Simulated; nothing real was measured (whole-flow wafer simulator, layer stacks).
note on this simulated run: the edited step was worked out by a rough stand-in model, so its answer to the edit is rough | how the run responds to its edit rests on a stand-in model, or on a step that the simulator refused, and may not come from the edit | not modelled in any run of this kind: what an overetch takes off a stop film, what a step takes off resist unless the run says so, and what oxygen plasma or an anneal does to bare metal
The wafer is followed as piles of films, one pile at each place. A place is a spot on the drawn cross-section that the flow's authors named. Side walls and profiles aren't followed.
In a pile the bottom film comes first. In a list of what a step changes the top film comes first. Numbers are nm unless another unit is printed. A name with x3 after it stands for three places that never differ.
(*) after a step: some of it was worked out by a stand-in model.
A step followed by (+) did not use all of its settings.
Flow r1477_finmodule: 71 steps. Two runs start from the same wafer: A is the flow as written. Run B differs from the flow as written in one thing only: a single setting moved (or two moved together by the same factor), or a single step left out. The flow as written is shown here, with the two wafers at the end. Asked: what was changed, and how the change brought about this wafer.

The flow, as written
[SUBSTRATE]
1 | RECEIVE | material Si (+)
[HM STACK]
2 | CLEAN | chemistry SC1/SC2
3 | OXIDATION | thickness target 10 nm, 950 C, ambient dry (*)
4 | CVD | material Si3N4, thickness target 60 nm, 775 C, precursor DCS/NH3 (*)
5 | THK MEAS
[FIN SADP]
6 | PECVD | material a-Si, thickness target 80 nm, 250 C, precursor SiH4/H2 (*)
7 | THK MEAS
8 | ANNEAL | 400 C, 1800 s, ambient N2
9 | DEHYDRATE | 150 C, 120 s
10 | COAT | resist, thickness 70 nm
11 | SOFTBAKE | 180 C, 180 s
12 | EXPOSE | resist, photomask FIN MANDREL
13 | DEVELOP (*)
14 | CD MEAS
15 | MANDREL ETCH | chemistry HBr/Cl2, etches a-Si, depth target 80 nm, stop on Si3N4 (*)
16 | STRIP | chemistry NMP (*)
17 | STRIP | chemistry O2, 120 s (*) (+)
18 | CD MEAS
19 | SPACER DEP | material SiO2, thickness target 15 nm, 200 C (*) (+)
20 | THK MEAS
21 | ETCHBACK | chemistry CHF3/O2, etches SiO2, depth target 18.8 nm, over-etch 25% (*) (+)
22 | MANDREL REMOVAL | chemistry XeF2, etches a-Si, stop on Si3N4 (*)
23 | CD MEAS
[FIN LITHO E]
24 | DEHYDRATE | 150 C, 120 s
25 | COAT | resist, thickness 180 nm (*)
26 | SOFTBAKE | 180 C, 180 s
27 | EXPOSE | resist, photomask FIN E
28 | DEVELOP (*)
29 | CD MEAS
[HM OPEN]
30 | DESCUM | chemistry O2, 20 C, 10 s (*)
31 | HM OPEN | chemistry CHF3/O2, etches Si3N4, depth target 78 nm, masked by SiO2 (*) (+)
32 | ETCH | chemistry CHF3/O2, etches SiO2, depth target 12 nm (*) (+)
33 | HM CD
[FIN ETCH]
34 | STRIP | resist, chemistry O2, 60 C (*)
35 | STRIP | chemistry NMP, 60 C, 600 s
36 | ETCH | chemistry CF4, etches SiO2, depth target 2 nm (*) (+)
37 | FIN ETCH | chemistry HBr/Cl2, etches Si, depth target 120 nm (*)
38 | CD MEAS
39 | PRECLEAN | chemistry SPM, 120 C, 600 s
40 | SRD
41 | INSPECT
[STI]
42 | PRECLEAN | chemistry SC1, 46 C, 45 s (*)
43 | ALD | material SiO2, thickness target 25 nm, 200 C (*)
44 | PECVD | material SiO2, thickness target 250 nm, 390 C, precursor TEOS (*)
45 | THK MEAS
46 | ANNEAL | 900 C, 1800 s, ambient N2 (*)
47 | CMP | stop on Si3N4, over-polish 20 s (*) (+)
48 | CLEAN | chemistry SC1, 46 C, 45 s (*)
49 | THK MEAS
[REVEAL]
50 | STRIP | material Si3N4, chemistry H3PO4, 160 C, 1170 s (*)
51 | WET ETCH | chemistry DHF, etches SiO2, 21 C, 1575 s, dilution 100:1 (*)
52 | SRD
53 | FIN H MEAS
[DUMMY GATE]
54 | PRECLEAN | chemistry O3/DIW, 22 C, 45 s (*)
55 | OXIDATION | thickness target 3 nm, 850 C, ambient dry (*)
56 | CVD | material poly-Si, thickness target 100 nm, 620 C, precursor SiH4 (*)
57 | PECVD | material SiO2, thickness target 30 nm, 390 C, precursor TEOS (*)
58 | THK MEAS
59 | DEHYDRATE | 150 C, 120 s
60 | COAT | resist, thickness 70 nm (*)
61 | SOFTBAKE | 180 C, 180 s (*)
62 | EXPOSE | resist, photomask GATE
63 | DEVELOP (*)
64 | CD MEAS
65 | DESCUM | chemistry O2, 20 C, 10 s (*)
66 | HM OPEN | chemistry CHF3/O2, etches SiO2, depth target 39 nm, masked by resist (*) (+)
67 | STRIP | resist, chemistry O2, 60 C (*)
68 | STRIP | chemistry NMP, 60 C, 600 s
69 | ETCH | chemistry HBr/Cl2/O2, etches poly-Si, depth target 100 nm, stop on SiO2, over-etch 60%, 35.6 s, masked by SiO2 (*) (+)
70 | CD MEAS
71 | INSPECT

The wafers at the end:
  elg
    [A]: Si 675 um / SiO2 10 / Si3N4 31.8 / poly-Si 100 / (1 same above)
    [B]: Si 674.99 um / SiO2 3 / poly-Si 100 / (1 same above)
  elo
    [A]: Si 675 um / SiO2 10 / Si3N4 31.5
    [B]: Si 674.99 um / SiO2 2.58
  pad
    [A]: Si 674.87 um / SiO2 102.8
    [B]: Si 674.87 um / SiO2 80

The reason: step 6, PECVD: thickness target 38 nm was run, while the flow as written has thickness target 80 nm.

How this came from the change, step by step:
  6 | PECVD | material a-Si, thickness target 80 nm, 250 C, precursor SiH4/H2 (*)
      pad, padg, elg and 33 more: A +80 a-Si (new film) | B +38 a-Si (new film)
  15 | MANDREL ETCH | chemistry HBr/Cl2, etches a-Si, depth target 80 nm, stop on Si3N4 (*)
      pad, padg, elg and 27 more: A -80 a-Si (all of it) | B -38 a-Si (all of it)
      s40cg, s45cg, s50cg, s40co, s45co, s50co: A -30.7 resist | B -21.9 resist
  16 | STRIP | chemistry NMP (*)
      s40cg, s45cg, s50cg, s40co, s45co, s50co: A -39.3 resist (all of it) | B -48.1 resist (all of it)
  21 | ETCHBACK | chemistry CHF3/O2, etches SiO2, depth target 18.8 nm, over-etch 25% (*) (+)
      s40sg_line, s45sg_line, s50sg_line, s40so_line, s45so_line, s50so_line: A +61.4 SiO2 | B +19.4 SiO2
  22 | MANDREL REMOVAL | chemistry XeF2, etches a-Si, stop on Si3N4 (*)
      s40cg, s45cg, s50cg, s40co, s45co, s50co: A -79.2 a-Si (all of it) | B -37.2 a-Si (all of it)
  25 | COAT | resist, thickness 180 nm (*)
      s40cg, s40co: A +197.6 resist (new film) | B +187.1 resist (new film)
      s40sg, s40so: A +201.2 resist (new film) | B +190.7 resist (new film)
      (as well as at 14 more places)
  28 | DEVELOP (*)
      s40cg, s40co: A -197.6 resist (all of it) | B -187.1 resist (all of it)
      s40sg, s40so: A -201.2 resist (all of it) | B -190.7 resist (all of it)
      (as well as at 14 more places)
  31 | HM OPEN | chemistry CHF3/O2, etches Si3N4, depth target 78 nm, masked by SiO2 (*) (+)
      s40sg_line, s45sg_line, s50sg_line, s40so_line, s45so_line, s50so_line: A -39 SiO2 | B -34.4 SiO2 (all of it), -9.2 Si3N4
  32 | ETCH | chemistry CHF3/O2, etches SiO2, depth target 12 nm (*) (+)
      s40sg_line, s45sg_line, s50sg_line, s40so_line, s45so_line, s50so_line: A -12 SiO2 | B -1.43 Si3N4
      pad, padg, e40sg and 11 more: A -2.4 Si | B -0.3 Si
      (as well as at 16 more places)
  34 | STRIP | resist, chemistry O2, 60 C (*)
      elg, e40lg, e100lg, e200lg, elo, e40lo, e100lo, e200lo: A -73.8 resist (all of it) | B -83.8 resist (all of it)
  36 | ETCH | chemistry CF4, etches SiO2, depth target 2 nm (*) (+)
      elg, e40lg, e100lg, e200lg, elo, e40lo, e100lo, e200lo: A -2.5 Si3N4 | B nothing
      s40sg_line, s45sg_line, s50sg_line, s40so_line, s45so_line, s50so_line: A -2 SiO2 | B nothing
  37 | FIN ETCH | chemistry HBr/Cl2, etches Si, depth target 120 nm (*)
      s40sg_line, s45sg_line, s50sg_line, s40so_line, s45so_line, s50so_line: A -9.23 SiO2 | B -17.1 Si3N4
  43 | ALD | material SiO2, thickness target 25 nm, 200 C (*)
      s40sg_line, s45sg_line, s50sg_line, s40so_line, s45so_line, s50so_line: A +25 SiO2 | B +25 SiO2 (new film)
      s40cg, s45cg, s50cg, s40co, s45co, s50co: A +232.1 SiO2 (new film) | B +188.1 SiO2 (new film)
  47 | CMP | stop on Si3N4, over-polish 20 s (*) (+)
      elg, e40lg, e100lg, e200lg, elo, e40lo, e100lo, e200lo: A -241.6 SiO2 | B -263.8 SiO2 (all of it), -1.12 Si3N4
      pad, padg, e40sg, e100sg, e200sg, e40so, e100so, e200so: A -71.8 SiO2 | B -94.6 SiO2
      (as well as at 20 more places)
  50 | STRIP | material Si3N4, chemistry H3PO4, 160 C, 1170 s (*)
      elg, e40lg, e100lg, e200lg, elo, e40lo, e100lo, e200lo: A -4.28 SiO2 | B -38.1 Si3N4 (all of it), -2.02 SiO2
      s40sg_line, s45sg_line, s50sg_line, s40so_line, s45so_line, s50so_line: A -58.9 Si3N4 (all of it), -1.37 SiO2 | B -31.1 Si3N4 (all of it), -2.23 SiO2
  51 | WET ETCH | chemistry DHF, etches SiO2, 21 C, 1575 s, dilution 100:1 (*)
      elg, e40lg, e100lg, e200lg, elo, e40lo, e100lo, e200lo: A -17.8 SiO2 (all of it), -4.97 Si3N4 | B -7.98 SiO2 (all of it)
      s40sg_line, s45sg_line, s50sg_line, s40so_line, s45so_line, s50so_line: A -8.63 SiO2 (all of it) | B -7.77 SiO2 (all of it)
  ... 6 further steps ...
  69 | ETCH | chemistry HBr/Cl2/O2, etches poly-Si, depth target 100 nm, stop on SiO2, over-etch 60%, 35.6 s, masked by SiO2 (*) (+)
      s40co: A -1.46 chemical SiO2 (all of it), -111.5 poly-Si (all of it), -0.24 SiO2 | B -1.4 chemical SiO2 (all of it), -141.3 poly-Si (all of it), -0.09 SiO2
      s45co: A -1.46 chemical SiO2 (all of it), -110.9 poly-Si (all of it), -0.25 SiO2 | B -1.4 chemical SiO2 (all of it), -141.3 poly-Si (all of it), -0.09 SiO2
      (as well as at 1 more place)
